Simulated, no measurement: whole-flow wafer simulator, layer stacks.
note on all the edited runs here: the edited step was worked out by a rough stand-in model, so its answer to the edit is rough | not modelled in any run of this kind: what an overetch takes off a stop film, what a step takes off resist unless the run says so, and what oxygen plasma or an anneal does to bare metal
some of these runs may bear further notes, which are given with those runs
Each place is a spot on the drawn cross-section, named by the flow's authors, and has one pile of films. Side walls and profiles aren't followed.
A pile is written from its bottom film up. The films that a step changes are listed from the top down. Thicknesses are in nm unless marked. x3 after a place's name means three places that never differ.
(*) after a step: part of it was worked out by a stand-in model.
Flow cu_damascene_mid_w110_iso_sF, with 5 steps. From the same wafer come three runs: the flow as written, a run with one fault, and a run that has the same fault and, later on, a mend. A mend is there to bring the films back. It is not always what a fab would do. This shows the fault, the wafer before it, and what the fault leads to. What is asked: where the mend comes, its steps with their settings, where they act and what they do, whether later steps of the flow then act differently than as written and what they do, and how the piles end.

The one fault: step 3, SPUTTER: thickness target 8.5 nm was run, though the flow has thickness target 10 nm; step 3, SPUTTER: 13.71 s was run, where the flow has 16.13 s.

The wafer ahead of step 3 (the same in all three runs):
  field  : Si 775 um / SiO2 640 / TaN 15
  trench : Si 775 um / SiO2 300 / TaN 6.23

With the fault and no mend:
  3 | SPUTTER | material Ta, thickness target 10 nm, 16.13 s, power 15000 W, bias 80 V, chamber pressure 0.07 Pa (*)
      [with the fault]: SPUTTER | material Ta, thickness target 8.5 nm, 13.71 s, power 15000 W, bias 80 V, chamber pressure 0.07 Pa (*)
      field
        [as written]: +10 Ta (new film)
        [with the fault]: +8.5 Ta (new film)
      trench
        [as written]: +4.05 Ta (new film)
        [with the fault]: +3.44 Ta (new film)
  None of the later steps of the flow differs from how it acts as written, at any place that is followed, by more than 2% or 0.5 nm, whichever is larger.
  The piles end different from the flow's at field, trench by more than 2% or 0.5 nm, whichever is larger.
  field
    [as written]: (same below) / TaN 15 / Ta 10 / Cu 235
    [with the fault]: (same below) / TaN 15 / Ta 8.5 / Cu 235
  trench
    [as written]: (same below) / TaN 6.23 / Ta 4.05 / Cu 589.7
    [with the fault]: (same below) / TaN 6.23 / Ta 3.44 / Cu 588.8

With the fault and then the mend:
  The mend follows step 3.
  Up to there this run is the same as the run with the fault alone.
  3a | SPUTTER | material Ta, thickness target 1.5 nm, 2.42 s, power 15000 W, bias 80 V, chamber pressure 0.07 Pa (*) (the flow's step 3, run once more with other settings)
      field
        +1.5 Ta
      trench
        +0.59 Ta
  None of the later steps of the flow acts differently than as written at any place that is followed.
  At the end the piles are close to the flow's at the places that both follow, differing by at most 2% or 0.5 nm, whichever is larger.
